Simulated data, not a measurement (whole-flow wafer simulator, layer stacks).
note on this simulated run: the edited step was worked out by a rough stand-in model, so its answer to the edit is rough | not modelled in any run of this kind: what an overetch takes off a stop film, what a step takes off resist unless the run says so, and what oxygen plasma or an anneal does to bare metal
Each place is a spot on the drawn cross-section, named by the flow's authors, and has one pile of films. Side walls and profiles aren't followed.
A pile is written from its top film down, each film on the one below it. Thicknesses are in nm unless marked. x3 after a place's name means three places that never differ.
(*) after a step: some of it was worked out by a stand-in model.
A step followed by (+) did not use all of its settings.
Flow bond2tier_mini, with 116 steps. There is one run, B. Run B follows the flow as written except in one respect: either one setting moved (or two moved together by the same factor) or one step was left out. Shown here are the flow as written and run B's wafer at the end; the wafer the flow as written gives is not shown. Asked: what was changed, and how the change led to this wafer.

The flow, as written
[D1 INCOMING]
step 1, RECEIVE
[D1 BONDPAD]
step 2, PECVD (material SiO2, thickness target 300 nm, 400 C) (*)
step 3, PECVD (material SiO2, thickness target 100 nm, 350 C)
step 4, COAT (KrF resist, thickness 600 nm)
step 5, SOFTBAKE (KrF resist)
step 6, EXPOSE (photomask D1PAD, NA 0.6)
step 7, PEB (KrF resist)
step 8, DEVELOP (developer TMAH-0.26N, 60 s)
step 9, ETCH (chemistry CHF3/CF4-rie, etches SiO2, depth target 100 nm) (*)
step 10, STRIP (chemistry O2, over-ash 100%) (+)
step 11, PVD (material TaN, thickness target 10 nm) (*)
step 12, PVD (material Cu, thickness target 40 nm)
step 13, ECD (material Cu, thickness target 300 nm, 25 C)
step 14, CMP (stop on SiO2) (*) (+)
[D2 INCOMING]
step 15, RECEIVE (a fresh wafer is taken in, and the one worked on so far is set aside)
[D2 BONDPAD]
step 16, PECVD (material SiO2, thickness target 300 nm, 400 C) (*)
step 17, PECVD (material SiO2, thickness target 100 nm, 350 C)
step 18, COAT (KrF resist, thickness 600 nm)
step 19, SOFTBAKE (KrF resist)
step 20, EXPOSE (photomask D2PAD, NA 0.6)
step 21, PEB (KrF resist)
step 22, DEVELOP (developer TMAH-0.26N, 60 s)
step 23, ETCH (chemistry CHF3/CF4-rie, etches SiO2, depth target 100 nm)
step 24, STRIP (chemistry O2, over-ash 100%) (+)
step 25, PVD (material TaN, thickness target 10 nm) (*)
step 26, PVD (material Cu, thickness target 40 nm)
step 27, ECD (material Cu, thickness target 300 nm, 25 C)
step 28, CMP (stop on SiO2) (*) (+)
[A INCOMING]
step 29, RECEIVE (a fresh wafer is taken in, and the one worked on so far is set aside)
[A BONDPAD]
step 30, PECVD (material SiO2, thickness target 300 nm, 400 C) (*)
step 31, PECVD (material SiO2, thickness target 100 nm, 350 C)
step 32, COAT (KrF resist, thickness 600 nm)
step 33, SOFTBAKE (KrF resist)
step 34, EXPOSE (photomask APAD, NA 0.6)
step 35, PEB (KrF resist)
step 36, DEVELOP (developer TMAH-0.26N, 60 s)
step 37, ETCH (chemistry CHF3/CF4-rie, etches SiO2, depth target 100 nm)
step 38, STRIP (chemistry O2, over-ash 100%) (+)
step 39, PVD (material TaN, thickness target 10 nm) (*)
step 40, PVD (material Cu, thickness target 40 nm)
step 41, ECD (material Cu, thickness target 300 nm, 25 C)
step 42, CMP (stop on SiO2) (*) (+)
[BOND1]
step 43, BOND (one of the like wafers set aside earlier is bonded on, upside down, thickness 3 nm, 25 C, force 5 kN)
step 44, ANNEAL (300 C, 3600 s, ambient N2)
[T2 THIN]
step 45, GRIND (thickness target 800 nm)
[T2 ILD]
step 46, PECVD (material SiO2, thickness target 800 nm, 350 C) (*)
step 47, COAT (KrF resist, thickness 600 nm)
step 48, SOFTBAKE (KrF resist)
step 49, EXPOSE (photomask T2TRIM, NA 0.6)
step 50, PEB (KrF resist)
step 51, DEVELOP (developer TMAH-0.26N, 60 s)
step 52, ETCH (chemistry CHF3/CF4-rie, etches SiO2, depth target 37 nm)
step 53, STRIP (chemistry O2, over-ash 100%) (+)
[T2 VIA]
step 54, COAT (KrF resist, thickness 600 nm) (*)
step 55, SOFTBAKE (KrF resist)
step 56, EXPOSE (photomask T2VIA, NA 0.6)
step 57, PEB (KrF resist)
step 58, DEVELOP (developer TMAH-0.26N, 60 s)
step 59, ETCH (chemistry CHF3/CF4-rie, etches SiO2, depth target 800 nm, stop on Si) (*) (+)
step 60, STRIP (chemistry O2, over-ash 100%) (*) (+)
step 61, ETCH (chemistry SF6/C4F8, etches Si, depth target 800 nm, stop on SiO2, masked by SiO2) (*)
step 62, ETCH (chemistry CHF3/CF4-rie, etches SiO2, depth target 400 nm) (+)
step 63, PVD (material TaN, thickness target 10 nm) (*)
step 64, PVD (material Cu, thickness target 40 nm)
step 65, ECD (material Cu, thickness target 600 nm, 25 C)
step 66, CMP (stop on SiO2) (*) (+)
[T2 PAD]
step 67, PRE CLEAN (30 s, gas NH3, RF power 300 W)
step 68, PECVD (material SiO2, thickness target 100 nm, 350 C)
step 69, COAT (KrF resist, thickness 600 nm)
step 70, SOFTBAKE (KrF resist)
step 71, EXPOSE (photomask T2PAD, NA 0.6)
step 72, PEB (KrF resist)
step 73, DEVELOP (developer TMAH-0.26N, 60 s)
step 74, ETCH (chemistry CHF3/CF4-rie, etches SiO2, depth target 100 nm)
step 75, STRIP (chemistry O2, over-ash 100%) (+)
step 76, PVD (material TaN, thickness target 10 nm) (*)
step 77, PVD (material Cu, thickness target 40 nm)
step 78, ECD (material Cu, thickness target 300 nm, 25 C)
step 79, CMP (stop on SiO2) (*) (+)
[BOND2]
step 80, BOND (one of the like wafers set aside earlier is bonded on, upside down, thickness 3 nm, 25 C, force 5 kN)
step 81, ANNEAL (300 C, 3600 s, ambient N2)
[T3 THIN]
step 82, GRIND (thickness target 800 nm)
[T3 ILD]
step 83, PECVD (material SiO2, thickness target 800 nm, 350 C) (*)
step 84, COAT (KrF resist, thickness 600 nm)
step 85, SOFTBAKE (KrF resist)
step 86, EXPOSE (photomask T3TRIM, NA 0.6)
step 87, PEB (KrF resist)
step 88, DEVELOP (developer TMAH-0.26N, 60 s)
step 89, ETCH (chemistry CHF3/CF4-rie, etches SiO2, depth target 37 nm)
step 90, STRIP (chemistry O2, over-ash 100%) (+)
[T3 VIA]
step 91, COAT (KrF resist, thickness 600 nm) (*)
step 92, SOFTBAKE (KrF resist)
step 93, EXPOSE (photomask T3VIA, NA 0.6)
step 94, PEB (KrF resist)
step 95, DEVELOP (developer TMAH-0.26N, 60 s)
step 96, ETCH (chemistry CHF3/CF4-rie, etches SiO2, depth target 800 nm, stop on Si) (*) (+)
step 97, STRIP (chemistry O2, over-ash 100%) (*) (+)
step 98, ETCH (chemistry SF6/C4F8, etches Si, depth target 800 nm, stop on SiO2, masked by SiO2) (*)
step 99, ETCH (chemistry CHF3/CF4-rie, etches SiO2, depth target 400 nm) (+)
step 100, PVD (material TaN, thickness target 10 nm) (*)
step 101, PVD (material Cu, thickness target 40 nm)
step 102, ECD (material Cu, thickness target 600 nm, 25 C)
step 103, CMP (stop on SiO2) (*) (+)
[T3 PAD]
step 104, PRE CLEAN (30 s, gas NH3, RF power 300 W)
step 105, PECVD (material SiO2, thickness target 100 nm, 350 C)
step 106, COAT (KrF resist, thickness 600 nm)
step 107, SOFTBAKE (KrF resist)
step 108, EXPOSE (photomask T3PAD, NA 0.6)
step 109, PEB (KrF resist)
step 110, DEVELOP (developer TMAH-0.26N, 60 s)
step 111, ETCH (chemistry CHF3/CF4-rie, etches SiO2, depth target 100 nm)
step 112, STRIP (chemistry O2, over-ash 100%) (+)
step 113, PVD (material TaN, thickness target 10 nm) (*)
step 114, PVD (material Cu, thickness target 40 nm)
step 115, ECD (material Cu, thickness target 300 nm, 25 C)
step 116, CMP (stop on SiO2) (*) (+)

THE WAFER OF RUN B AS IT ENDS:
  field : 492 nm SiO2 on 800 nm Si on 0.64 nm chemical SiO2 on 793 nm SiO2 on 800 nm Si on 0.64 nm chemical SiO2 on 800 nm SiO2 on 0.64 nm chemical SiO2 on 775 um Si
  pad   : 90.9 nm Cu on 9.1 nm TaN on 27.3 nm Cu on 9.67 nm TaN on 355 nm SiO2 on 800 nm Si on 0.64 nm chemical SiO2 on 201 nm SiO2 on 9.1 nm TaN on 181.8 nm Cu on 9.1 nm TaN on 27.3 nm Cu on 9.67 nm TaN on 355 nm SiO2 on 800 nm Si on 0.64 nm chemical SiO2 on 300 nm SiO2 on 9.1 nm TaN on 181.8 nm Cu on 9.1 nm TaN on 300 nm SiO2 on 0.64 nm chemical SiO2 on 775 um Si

The reason: step 16, PECVD: thickness target 201 nm was run, whereas the flow has thickness target 300 nm.
The wafer lets one read it off: pad has SiO2 201, and step 16 as written asks for 300 nm.

Step by step, how the change led to this:
  step 16, PECVD (material SiO2, thickness target 300 nm, 400 C) (*)
      field, pad, via: +201 SiO2 (new film) (it would be, as written: +300 SiO2 (new film))
  step 80, BOND (one of the like wafers set aside earlier is bonded on, upside down, thickness 3 nm, 25 C, force 5 kN)
      field: +775 um Si (new film), +0.64 chemical SiO2 (new film), +301 SiO2 (it would be, as written: +775 um Si (new film), +0.64 chemical SiO2 (new film), +400 SiO2)
      pad: +775 um Si (new film), +0.64 chemical SiO2 (new film), +201 SiO2 (new film), +9.1 TaN (new film), +90.9 Cu (it would be, as written: +775 um Si (new film), +0.64 chemical SiO2 (new film), +300 SiO2 (new film), +9.1 TaN (new film), +90.9 Cu)
